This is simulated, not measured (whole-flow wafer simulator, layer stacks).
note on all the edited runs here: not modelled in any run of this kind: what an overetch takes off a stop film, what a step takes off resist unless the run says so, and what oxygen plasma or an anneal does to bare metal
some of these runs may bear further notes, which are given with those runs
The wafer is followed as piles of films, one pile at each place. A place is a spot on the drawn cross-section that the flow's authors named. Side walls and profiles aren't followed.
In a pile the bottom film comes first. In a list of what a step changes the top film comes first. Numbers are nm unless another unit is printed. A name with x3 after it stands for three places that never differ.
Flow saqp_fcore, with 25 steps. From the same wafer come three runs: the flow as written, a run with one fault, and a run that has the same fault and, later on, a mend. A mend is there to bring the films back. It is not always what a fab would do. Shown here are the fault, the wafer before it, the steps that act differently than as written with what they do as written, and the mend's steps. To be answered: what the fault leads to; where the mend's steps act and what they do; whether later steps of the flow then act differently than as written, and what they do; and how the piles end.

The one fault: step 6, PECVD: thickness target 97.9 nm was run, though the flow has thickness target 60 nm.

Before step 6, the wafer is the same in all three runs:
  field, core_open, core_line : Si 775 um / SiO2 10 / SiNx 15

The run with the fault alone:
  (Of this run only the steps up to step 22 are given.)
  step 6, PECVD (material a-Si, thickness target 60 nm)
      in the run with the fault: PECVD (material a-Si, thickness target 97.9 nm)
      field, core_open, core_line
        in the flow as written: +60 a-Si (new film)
        in the run with the fault: +97.9 a-Si (new film)
  None of the later steps of the flow up to step 22 acts differently than as written at any place that is followed.
  Once step 22 is done, the piles at field, core_open, core_line depart from the flow's by more than 2% or 0.5 nm, whichever is larger.
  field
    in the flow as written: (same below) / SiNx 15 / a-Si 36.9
    in the run with the fault: (same below) / SiNx 15 / a-Si 74.8
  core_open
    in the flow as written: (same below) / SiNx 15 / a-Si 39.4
    in the run with the fault: (same below) / SiNx 15 / a-Si 77.3
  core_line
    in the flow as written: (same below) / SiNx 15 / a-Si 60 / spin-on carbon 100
    in the run with the fault: (same below) / SiNx 15 / a-Si 97.9 / spin-on carbon 100

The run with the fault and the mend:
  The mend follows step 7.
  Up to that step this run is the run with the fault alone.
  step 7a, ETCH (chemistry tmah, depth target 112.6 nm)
      field, core_open, core_line
        -97.9 a-Si (all of it)
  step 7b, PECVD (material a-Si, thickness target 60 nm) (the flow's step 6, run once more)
      field, core_open, core_line
        +60 a-Si (new film)
  None of the later steps of the flow acts differently than as written at any place that is followed.
  The piles end the same as the flow's at every place that both follow.
